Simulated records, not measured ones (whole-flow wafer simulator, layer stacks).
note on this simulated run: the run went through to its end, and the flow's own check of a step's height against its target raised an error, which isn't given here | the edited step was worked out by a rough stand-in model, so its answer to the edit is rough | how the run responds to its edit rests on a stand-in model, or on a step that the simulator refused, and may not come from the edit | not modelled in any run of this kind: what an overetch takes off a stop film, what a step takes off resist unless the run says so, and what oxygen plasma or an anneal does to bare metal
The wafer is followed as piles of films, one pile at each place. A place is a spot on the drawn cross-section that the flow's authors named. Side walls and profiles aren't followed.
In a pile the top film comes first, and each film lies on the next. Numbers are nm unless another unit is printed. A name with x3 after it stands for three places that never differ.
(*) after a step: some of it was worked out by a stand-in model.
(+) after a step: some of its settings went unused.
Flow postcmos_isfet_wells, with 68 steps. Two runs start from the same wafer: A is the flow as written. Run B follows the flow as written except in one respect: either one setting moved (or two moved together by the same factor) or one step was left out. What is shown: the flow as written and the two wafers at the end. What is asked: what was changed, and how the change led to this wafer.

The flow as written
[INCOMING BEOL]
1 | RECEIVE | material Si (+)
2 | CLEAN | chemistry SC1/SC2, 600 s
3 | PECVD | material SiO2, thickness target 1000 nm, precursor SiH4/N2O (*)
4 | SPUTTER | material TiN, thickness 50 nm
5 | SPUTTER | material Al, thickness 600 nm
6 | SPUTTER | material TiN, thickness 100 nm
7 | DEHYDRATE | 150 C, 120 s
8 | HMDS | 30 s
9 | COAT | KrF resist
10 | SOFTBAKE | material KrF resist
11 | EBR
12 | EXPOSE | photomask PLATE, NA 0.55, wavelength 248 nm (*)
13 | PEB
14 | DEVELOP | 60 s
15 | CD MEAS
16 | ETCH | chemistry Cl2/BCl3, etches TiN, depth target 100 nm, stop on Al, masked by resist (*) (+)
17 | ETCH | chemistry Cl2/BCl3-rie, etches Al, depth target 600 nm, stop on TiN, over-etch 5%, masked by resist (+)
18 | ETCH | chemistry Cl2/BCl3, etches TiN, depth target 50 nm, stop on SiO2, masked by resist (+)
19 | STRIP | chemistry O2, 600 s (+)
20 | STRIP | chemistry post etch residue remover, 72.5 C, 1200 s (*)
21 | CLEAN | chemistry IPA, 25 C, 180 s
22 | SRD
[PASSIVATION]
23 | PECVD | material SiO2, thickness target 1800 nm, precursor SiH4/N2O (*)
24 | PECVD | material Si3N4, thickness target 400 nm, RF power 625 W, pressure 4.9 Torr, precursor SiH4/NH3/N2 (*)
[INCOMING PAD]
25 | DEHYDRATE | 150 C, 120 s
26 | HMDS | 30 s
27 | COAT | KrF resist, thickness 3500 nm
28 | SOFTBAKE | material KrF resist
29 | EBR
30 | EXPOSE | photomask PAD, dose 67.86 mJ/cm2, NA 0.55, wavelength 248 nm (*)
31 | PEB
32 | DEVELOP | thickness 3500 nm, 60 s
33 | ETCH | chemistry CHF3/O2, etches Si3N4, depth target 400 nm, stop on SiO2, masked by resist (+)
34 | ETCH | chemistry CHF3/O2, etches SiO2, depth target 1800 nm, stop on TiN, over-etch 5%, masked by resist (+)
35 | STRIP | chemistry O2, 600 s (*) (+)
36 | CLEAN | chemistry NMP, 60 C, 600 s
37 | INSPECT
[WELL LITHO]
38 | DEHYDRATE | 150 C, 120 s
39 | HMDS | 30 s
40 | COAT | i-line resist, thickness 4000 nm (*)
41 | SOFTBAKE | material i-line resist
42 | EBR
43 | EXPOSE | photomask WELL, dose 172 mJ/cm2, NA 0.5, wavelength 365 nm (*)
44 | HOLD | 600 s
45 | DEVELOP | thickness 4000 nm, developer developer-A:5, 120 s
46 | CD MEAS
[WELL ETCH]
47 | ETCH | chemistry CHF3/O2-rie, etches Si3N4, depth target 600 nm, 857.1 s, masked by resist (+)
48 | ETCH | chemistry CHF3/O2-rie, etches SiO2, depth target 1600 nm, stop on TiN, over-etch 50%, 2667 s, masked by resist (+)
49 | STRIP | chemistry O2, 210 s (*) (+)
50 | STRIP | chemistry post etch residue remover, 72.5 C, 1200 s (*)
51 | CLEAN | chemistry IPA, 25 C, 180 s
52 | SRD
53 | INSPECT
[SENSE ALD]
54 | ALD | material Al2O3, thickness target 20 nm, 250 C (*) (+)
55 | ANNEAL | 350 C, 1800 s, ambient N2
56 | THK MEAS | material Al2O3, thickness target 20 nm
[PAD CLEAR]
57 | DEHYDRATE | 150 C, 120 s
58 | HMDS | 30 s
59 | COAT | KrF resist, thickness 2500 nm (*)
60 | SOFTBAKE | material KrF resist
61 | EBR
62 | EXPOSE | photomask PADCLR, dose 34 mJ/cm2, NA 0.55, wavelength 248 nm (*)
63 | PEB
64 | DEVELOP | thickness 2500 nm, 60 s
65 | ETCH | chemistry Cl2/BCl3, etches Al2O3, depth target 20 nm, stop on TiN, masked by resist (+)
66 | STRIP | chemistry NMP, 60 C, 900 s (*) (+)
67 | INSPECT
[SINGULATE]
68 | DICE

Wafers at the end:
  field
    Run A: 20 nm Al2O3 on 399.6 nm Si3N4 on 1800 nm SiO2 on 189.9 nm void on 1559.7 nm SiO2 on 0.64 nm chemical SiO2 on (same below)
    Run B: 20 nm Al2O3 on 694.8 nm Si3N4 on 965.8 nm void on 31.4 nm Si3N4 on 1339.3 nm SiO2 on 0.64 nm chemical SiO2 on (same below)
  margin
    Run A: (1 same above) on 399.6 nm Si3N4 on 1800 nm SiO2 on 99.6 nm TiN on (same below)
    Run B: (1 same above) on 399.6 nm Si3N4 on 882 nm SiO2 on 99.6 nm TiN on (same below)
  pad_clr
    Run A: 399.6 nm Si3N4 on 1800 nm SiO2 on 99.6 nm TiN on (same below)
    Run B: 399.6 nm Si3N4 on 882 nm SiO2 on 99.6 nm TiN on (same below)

What caused this: step 23, PECVD: thickness target 882 nm was run, though the flow has thickness target 1800 nm.
One can read it off the wafer: margin has SiO2 882, and step 23 as written asks for 1800 nm.

The path from the change to this, step by step:
  23 | PECVD | material SiO2, thickness target 1800 nm, precursor SiH4/N2O (*)
      field: A SiO2 gains 1800 (new film), void gains 189.9 (new film), SiO2 gains 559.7 | B SiO2 gains 339.3
      margin, well900, well1300 x3, pad_rim, pad_clr, pad_open: A SiO2 gains 1800 (new film) | B SiO2 gains 882 (new film)
  24 | PECVD | material Si3N4, thickness target 400 nm, RF power 625 W, pressure 4.9 Torr, precursor SiH4/NH3/N2 (*)
      field: A Si3N4 gains 400 (new film) | B Si3N4 gains 695.1 (new film), void gains 965.8 (new film), Si3N4 gains 31.4 (new film)
  34 | ETCH | chemistry CHF3/O2, etches SiO2, depth target 1800 nm, stop on TiN, over-etch 5%, masked by resist (+)
      field, margin, well900, well1300 x3, pad_rim, pad_clr: A KrF resist loses 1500 | B KrF resist loses 771.8
      pad_open: A SiO2 loses 1800 (all of it) | B SiO2 loses 882 (all of it)
  35 | STRIP | chemistry O2, 600 s (*) (+)
      field, margin, well900, well1300 x3, pad_rim, pad_clr: A KrF resist loses 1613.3 (all of it) | B KrF resist loses 2341.6 (all of it)
  40 | COAT | i-line resist, thickness 4000 nm (*)
      pad_clr: A i-line resist gains 3256.8 (new film) | B i-line resist gains 3551.4 (new film)
      pad_open: A i-line resist gains 4804.7 (new film) | B i-line resist gains 4473.1 (new film)
  41 | SOFTBAKE | material i-line resist
      pad_clr: A i-line resist loses 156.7 | B i-line resist loses 73.1
      pad_open: A i-line resist gains 115.3 | B i-line resist gains 71.2
  48 | ETCH | chemistry CHF3/O2-rie, etches SiO2, depth target 1600 nm, stop on TiN, over-etch 50%, 2667 s, masked by resist (+)
      well900, well1300 x3: A SiO2 loses 1600 (all of it) | B SiO2 loses 682 (all of it)
  49 | STRIP | chemistry O2, 210 s (*) (+)
      pad_clr: A i-line resist loses 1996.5 (all of it) | B i-line resist loses 2374.6 (all of it)
      pad_open: A i-line resist loses 3816.3 (all of it) | B i-line resist loses 3440.7 (all of it)
  59 | COAT | KrF resist, thickness 2500 nm (*)
      field: A KrF resist gains 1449 (new film) | B KrF resist gains 1887.5 (new film)
      margin: A KrF resist gains 1448.9 (new film) | B KrF resist gains 1887.5 (new film)
      (as well as at 3 more places)
  60 | SOFTBAKE | material KrF resist
      pad_clr: A KrF resist loses 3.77 | B KrF resist loses 2.34
  63 | PEB
      field, margin: A KrF resist loses 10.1 | B KrF resist loses 13.3
      pad_rim: A KrF resist loses 13.9 | B KrF resist loses 15.4
      (as well as at 2 more places)
  64 | DEVELOP | thickness 2500 nm, 60 s
      pad_clr: A KrF resist loses 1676 (all of it) | B KrF resist loses 1993.2 (all of it)
      pad_open: A KrF resist loses 3045.1 (all of it) | B KrF resist loses 2812.3 (all of it)
  66 | STRIP | chemistry NMP, 60 C, 900 s (*) (+)
      field, margin: A KrF resist loses 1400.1 (all of it) | B KrF resist loses 1835.5 (all of it)
      pad_rim: A KrF resist loses 1923.7 (all of it) | B KrF resist loses 2134.7 (all of it)
